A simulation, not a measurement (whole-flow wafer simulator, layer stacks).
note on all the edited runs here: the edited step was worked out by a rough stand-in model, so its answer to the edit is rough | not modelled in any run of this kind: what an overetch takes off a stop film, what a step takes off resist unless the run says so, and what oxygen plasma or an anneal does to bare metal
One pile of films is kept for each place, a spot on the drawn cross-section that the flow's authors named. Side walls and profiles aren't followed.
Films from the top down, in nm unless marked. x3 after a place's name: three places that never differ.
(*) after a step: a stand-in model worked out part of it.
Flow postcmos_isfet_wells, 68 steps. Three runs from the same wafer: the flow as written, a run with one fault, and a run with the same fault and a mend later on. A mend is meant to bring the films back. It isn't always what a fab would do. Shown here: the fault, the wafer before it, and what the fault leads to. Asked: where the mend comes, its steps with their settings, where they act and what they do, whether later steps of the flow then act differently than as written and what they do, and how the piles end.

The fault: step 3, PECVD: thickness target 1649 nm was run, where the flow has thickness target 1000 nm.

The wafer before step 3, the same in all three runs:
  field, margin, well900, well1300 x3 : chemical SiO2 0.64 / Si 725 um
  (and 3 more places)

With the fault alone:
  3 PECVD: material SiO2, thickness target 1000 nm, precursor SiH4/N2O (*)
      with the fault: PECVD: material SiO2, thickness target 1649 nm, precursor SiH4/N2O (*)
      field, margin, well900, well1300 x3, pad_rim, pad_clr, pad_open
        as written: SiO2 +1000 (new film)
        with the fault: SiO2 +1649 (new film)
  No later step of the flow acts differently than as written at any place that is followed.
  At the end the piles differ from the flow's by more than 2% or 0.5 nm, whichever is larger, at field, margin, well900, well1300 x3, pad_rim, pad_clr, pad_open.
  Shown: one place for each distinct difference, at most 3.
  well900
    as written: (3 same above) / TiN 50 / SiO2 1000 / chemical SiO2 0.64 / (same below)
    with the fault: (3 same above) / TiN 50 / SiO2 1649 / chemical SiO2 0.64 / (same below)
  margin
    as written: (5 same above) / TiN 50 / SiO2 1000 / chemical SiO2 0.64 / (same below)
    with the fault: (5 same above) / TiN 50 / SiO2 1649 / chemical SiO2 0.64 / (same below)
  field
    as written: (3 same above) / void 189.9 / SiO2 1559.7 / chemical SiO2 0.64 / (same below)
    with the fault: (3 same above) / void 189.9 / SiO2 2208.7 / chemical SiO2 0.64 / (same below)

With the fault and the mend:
  The mend comes after step 3.
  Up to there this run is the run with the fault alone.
  3a ETCH: chemistry boe, depth target 1896 nm
      field, margin, well900, well1300 x3, pad_rim, pad_clr, pad_open
        SiO2 -1649 (all of it), chemical SiO2 -0.64 (all of it)
  3b PECVD: material SiO2, thickness target 1000 nm, precursor SiH4/N2O (the flow's step 3 once more)
      field, margin, well900, well1300 x3, pad_rim, pad_clr, pad_open
        SiO2 +1000 (new film)
  No later step of the flow acts differently than as written at any place that is followed.
  At the end the piles differ from the flow's by more than 2% or 0.5 nm, whichever is larger, at field, margin, well900, well1300 x3, pad_rim, pad_clr, pad_open.
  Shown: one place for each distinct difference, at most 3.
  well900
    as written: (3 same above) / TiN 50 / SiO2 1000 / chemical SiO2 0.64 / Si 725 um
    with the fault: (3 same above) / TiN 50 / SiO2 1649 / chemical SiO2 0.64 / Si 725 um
    with the mend: (3 same above) / TiN 50 / SiO2 1000 / Si 725 um
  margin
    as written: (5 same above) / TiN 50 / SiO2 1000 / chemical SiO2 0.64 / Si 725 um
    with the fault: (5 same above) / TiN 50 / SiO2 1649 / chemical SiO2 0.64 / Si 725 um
    with the mend: (5 same above) / TiN 50 / SiO2 1000 / Si 725 um
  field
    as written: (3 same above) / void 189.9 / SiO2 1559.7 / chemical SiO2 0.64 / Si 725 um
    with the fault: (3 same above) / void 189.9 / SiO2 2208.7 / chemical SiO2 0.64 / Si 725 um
    with the mend: (3 same above) / void 189.9 / SiO2 1559.7 / Si 725 um
